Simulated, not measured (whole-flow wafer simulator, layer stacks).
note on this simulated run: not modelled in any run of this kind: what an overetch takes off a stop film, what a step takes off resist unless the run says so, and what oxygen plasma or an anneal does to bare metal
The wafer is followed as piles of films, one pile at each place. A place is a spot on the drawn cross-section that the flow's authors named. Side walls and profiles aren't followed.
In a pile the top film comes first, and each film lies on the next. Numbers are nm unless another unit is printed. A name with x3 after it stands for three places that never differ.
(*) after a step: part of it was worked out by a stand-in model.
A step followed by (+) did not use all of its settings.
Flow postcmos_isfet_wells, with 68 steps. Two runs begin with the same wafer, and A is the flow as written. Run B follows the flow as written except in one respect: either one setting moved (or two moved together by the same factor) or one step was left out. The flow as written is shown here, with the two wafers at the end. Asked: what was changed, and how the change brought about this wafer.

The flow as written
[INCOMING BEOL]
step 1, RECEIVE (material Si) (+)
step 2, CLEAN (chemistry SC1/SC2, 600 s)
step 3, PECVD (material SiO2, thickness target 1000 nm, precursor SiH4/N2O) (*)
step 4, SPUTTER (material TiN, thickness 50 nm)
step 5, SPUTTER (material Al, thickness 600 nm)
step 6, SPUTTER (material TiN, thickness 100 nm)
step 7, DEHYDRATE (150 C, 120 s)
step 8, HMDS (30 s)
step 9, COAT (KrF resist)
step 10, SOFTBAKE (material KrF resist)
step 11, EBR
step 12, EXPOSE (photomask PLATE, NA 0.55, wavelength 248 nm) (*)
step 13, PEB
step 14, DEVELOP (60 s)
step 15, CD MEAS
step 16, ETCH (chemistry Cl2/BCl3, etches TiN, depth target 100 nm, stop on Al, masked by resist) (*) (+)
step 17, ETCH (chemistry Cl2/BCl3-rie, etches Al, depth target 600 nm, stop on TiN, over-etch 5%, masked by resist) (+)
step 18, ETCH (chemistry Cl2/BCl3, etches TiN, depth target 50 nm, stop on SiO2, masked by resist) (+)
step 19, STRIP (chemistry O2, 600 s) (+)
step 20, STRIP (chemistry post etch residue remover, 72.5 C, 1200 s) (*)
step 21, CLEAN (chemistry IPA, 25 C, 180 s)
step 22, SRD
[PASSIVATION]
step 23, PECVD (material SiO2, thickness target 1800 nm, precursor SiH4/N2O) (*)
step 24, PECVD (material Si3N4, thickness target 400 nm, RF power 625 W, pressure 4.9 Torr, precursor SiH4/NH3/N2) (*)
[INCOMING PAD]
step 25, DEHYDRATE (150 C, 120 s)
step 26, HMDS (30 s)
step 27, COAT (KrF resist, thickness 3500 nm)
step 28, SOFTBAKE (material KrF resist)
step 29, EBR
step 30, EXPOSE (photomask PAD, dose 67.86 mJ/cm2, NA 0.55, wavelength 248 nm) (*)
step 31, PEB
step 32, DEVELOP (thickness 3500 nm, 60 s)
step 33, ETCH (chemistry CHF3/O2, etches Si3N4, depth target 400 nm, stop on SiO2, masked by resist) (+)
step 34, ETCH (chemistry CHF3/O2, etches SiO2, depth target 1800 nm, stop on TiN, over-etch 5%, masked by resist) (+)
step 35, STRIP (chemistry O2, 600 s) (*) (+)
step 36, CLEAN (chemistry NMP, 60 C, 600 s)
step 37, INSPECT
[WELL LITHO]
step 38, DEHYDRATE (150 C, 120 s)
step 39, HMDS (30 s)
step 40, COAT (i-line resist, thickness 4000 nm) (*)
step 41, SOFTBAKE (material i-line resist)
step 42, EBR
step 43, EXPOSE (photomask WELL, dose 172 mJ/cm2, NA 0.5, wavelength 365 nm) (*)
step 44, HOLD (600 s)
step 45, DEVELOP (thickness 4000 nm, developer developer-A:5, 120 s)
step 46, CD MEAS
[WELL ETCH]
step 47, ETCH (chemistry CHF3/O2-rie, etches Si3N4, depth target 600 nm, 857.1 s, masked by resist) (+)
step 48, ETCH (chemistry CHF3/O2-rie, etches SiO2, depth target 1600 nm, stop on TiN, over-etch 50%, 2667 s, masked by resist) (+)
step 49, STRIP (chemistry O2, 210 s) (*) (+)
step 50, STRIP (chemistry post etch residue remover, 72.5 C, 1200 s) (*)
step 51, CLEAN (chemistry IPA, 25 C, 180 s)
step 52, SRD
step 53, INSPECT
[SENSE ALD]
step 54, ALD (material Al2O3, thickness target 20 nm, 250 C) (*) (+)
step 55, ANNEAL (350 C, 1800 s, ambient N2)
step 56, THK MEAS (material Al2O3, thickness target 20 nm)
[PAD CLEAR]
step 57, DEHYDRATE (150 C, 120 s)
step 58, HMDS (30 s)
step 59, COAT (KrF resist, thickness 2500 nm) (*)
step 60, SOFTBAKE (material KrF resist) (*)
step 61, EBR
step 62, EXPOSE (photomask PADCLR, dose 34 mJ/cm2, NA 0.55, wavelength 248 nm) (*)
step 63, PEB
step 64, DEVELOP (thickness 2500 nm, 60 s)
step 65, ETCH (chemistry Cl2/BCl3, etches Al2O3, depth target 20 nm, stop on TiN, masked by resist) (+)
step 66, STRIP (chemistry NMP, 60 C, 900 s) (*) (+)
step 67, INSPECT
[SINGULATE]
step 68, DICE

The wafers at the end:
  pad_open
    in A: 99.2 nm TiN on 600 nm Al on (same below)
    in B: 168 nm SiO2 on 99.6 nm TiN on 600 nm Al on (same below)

What caused this: step 33, ETCH: depth target 240 nm was run, while the flow as written has depth target 400 nm.

Step by step, how the change led to this:
  step 33, ETCH (chemistry CHF3/O2, etches Si3N4, depth target 400 nm, stop on SiO2, masked by resist) (+)
      pad_open: A Si3N4 loses 400 (all of it) | B Si3N4 loses 240
      field, margin, well900, well1300 x3, pad_rim, pad_clr: A KrF resist loses 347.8 | B KrF resist loses 208.7
  step 34, ETCH (chemistry CHF3/O2, etches SiO2, depth target 1800 nm, stop on TiN, over-etch 5%, masked by resist) (+)
      pad_open: A SiO2 loses 1800 (all of it) | B Si3N4 loses 160 (all of it), SiO2 loses 1632
  step 35, STRIP (chemistry O2, 600 s) (*) (+)
      field, margin, well900, well1300 x3, pad_rim, pad_clr: A KrF resist loses 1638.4 (all of it) | B KrF resist loses 1777.6 (all of it)
  step 41, SOFTBAKE (material i-line resist)
      pad_clr: A i-line resist loses 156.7 | B i-line resist loses 140
      pad_open: A i-line resist gains 115.3 | B i-line resist gains 107.9
  step 49, STRIP (chemistry O2, 210 s) (*) (+)
      pad_clr: A i-line resist loses 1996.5 (all of it) | B i-line resist loses 2065.7 (all of it)
  step 59, COAT (KrF resist, thickness 2500 nm) (*)
      pad_clr: A KrF resist gains 1691.6 (new film) | B KrF resist gains 1748 (new film)
  step 60, SOFTBAKE (material KrF resist) (*)
      pad_clr: A KrF resist loses 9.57 | B KrF resist loses 8.88
  step 64, DEVELOP (thickness 2500 nm, 60 s)
      pad_clr: A KrF resist loses 1682 (all of it) | B KrF resist loses 1739.2 (all of it)
